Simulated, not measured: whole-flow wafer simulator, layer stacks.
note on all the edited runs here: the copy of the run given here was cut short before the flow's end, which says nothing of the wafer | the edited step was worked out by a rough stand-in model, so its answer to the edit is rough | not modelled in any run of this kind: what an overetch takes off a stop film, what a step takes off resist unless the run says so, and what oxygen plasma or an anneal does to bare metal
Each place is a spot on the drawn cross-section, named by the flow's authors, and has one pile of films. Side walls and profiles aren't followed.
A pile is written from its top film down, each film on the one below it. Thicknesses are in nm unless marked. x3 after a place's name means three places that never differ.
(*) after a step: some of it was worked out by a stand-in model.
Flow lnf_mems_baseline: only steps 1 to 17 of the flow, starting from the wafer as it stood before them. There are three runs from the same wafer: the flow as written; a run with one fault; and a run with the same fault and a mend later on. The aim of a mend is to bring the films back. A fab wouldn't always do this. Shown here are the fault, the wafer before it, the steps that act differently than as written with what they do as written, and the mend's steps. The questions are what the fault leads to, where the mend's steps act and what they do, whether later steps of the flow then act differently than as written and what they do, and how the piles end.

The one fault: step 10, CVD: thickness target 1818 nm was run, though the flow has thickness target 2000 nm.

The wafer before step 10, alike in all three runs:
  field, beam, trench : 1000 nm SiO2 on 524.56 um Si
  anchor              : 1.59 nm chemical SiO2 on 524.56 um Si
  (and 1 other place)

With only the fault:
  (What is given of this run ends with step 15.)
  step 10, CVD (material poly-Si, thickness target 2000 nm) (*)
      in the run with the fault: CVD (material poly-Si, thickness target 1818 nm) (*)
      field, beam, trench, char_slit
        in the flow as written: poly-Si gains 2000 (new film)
        in the run with the fault: poly-Si gains 1818 (new film)
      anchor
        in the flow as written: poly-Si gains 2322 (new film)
        in the run with the fault: poly-Si gains 2026.3 (new film)
  Steps later in the flow that act otherwise than as written (1 more step, not shown, differs only slightly: by at most 2% or 0.5 nm, whichever is larger):
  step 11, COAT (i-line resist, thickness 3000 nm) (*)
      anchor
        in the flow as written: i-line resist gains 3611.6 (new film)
        in the run with the fault: i-line resist gains 3721.3 (new film)
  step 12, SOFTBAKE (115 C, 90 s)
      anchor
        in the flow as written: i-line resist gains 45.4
        in the run with the fault: i-line resist gains 48.2
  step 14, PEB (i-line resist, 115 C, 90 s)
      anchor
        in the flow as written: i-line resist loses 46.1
        in the run with the fault: i-line resist loses 48.1
  Once step 15 is done, the piles at field, anchor, beam, trench, char_slit depart from the flow's by more than 2% or 0.5 nm, whichever is larger.
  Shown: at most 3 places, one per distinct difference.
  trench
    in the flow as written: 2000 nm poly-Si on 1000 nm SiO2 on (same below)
    in the run with the fault: 1818 nm poly-Si on 1000 nm SiO2 on (same below)
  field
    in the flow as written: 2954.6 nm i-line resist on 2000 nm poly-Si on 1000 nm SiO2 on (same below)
    in the run with the fault: 2953.9 nm i-line resist on 1818 nm poly-Si on 1000 nm SiO2 on (same below)
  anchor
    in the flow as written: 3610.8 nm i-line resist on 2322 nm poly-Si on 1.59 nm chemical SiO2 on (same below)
    in the run with the fault: 3721.3 nm i-line resist on 2026.3 nm poly-Si on 1.59 nm chemical SiO2 on (same below)

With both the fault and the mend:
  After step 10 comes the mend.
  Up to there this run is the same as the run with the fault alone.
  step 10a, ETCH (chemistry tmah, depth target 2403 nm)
      field, beam, trench, char_slit
        poly-Si loses 1818 (all of it)
      anchor
        poly-Si loses 2026.3 (all of it)
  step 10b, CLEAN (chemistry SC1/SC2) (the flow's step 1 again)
      leaves every film unchanged at each place that is followed
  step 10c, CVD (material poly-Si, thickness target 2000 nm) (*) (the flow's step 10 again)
      field, beam, trench, char_slit
        poly-Si gains 2000 (new film)
      anchor
        poly-Si gains 2322 (new film)
  Every later step of the flow that is run acts as written at every place that is followed.
  The piles end the same as the flow's at every place that both follow.
